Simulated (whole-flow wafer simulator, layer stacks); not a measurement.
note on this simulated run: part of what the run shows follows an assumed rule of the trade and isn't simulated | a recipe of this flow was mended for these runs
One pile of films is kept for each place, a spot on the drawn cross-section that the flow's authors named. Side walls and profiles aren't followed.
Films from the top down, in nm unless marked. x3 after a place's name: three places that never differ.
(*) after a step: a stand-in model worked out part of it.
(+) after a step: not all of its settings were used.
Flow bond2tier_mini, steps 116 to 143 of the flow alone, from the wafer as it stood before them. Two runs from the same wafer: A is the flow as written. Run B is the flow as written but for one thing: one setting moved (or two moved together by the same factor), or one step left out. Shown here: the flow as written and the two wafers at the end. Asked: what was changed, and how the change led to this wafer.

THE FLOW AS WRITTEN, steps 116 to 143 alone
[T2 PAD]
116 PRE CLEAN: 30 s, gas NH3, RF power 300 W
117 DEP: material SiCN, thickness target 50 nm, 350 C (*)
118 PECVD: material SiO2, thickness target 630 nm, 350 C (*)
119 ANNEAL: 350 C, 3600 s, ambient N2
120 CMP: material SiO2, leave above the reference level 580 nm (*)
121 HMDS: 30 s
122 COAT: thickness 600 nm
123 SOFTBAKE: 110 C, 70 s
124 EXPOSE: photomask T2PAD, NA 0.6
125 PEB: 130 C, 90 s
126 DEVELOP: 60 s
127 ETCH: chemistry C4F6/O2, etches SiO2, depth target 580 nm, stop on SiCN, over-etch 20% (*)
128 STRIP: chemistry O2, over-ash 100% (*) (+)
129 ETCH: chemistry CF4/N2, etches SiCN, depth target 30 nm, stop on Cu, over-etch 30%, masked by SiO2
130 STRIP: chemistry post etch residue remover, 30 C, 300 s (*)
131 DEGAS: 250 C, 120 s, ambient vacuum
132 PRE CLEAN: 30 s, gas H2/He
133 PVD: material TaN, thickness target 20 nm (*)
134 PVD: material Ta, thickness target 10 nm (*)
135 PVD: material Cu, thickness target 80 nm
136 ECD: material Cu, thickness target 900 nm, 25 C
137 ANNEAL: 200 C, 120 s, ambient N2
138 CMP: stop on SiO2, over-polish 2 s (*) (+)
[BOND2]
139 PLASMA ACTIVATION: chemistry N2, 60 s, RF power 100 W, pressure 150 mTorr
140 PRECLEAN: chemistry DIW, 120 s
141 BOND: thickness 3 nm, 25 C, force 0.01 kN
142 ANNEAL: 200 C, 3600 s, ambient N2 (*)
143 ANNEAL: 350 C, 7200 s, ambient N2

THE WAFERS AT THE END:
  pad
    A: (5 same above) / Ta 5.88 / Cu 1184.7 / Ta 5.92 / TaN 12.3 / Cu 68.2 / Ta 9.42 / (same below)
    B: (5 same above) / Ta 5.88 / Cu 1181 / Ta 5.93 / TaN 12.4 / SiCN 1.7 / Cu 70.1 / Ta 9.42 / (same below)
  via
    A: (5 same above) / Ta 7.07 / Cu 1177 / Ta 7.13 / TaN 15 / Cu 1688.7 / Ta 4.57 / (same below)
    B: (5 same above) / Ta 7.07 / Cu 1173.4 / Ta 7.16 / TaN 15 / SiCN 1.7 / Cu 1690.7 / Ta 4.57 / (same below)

The cause: step 127, ETCH: depth target 529.3 nm was run, where the flow has depth target 580 nm.

How the change led to this, step by step:
  127 ETCH: chemistry C4F6/O2, etches SiO2, depth target 580 nm, stop on SiCN, over-etch 20% (*)
      pad, via: A SiO2 -580 (all of it), SiCN -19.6 | B SiO2 -580 (all of it), SiCN -9.3
      field: A thick-KrF-resist -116 | B thick-KrF-resist -105.9
  128 STRIP: chemistry O2, over-ash 100% (*) (+)
      field: A thick-KrF-resist -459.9 (all of it) | B thick-KrF-resist -470.1 (all of it)
  129 ETCH: chemistry CF4/N2, etches SiCN, depth target 30 nm, stop on Cu, over-etch 30%, masked by SiO2
      pad, via: A SiCN -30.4 (all of it), Cu -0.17 | B SiCN -39
  130 STRIP: chemistry post etch residue remover, 30 C, 300 s (*)
      pad, via: A Cu -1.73 | B nothing
Counting metal films that touch as one body, pad has 3 bodies (between them, from the top down: SiCN 1.7; SiO2 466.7 / Si 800 / chemical SiO2 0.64 / SiO2 300 / SiCN 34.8); the flow as written gives 2 bodies (between them, from the top down: SiO2 466.7 / Si 800 / chemical SiO2 0.64 / SiO2 300 / SiCN 34.8).
Counting metal films that touch as one body, via has 2 bodies (between them, from the top down: SiCN 1.7); the flow as written gives 1 body.
